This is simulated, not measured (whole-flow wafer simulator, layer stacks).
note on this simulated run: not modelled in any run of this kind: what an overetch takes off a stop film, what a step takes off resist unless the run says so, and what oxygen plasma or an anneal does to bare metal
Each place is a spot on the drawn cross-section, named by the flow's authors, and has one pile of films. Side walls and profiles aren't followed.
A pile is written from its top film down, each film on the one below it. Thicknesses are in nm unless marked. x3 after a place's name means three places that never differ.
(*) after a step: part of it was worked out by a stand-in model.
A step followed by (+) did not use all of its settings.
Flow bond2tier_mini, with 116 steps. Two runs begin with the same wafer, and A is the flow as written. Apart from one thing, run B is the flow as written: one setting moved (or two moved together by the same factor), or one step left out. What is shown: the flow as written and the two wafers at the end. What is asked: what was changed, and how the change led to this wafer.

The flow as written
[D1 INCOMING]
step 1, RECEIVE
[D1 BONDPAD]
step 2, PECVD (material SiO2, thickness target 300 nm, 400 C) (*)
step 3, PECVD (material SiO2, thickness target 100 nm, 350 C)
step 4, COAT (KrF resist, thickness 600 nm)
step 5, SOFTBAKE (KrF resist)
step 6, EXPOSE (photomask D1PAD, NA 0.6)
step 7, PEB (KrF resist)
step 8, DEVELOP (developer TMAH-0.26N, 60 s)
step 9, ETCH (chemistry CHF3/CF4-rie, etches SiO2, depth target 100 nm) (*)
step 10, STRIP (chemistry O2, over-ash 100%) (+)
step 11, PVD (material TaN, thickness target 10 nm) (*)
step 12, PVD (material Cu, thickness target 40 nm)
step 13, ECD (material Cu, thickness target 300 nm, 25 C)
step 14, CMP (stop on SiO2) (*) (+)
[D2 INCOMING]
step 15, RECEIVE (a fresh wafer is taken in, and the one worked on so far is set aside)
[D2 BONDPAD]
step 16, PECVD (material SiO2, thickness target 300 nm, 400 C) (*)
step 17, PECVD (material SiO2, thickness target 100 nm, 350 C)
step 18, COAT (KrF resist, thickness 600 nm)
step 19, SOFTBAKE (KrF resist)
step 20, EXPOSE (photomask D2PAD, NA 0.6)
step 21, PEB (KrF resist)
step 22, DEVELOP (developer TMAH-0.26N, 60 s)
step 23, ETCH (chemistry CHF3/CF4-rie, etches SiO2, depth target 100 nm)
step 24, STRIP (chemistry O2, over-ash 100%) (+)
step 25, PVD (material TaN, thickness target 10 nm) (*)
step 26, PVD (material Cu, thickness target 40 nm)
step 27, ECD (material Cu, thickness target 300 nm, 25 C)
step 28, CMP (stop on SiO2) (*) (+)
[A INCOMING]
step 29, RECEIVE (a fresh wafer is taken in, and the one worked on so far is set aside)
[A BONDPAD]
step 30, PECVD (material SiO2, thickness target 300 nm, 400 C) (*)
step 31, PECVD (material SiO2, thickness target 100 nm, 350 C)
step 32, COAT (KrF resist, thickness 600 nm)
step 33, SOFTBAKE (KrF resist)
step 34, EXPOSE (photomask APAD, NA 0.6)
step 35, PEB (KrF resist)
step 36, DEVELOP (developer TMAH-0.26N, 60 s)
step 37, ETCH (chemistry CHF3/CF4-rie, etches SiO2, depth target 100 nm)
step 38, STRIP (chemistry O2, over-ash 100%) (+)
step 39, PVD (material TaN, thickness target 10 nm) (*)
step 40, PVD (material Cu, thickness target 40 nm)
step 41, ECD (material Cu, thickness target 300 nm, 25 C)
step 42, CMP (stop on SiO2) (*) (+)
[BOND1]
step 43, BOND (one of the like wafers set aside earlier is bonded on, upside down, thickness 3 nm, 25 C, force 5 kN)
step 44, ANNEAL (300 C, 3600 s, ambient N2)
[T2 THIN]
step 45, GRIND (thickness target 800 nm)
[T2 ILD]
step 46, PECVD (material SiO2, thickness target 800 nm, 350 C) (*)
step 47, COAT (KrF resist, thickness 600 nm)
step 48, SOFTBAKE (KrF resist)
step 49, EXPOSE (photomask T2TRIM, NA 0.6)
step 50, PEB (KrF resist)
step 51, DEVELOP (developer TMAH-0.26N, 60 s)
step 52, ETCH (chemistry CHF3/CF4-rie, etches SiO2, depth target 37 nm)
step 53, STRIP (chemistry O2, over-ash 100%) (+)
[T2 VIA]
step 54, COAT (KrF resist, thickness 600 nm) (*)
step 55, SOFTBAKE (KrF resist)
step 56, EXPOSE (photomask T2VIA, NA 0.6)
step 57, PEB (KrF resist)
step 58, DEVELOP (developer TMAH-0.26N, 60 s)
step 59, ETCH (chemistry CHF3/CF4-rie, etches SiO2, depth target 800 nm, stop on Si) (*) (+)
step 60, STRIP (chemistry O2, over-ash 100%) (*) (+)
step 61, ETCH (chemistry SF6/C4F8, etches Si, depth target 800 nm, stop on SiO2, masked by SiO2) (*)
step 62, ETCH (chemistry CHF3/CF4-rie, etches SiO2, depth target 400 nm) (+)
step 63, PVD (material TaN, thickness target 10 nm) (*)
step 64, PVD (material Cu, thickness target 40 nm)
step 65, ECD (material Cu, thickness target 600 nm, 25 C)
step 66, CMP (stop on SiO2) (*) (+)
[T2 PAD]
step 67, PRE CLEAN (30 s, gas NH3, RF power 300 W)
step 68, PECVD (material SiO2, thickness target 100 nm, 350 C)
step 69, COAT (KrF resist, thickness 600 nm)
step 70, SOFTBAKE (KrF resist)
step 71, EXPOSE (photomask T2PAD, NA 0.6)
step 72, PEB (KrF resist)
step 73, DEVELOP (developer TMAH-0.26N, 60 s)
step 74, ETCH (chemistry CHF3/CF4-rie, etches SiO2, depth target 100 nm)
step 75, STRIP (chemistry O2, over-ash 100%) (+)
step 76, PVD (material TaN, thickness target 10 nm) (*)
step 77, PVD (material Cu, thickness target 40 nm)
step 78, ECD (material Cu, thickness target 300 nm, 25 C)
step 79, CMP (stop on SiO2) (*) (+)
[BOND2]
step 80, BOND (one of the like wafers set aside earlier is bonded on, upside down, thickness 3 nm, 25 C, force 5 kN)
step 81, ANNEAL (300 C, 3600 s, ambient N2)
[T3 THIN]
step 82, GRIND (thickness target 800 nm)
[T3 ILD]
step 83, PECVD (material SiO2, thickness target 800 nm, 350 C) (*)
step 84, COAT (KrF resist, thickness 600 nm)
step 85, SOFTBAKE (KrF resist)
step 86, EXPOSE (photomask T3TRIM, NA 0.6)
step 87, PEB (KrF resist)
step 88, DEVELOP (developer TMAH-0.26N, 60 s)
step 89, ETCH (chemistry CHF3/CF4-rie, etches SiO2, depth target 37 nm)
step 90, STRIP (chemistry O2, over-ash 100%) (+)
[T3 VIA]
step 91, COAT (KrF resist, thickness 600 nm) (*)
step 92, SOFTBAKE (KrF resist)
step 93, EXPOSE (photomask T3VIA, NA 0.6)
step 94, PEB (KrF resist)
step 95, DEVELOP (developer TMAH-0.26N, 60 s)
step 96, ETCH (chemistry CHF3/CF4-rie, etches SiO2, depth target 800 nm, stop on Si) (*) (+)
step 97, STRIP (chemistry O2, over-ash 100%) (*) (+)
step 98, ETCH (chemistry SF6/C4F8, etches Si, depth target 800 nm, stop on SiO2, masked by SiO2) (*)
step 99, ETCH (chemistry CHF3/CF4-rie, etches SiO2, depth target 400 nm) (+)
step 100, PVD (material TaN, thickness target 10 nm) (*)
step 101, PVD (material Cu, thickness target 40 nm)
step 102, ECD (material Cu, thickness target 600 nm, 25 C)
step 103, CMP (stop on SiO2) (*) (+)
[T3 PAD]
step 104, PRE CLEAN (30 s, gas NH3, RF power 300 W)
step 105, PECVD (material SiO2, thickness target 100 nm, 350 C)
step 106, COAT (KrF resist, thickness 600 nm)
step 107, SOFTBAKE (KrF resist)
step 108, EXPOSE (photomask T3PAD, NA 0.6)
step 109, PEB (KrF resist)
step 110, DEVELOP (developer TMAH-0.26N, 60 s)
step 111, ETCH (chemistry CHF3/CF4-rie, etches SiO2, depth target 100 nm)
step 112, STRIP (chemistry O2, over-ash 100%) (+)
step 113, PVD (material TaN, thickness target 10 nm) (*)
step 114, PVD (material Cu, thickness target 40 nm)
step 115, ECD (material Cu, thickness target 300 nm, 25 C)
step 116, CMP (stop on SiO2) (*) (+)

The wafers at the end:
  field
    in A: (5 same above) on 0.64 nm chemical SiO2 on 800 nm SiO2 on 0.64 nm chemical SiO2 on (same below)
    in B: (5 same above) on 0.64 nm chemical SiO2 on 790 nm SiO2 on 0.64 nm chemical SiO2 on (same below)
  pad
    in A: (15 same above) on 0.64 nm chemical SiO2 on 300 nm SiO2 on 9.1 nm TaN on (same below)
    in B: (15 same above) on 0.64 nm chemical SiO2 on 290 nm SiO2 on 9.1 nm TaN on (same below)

Cause: step 3, PECVD: thickness target 90 nm was run, whereas the flow has thickness target 100 nm.

How this came from the change, step by step:
  step 3, PECVD (material SiO2, thickness target 100 nm, 350 C)
      field, pad, via: A SiO2 gains 100 | B SiO2 gains 90
  step 43, BOND (one of the like wafers set aside earlier is bonded on, upside down, thickness 3 nm, 25 C, force 5 kN)
      field: A Si gains 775 um (new film), chemical SiO2 gains 0.64 (new film), SiO2 gains 400 | B Si gains 775 um (new film), chemical SiO2 gains 0.64 (new film), SiO2 gains 390
      pad: A Si gains 775 um (new film), chemical SiO2 gains 0.64 (new film), SiO2 gains 300 (new film), TaN gains 9.1 (new film), Cu gains 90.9 | B Si gains 775 um (new film), chemical SiO2 gains 0.64 (new film), SiO2 gains 290 (new film), TaN gains 9.1 (new film), Cu gains 90.9
      (and at 1 other place as well)
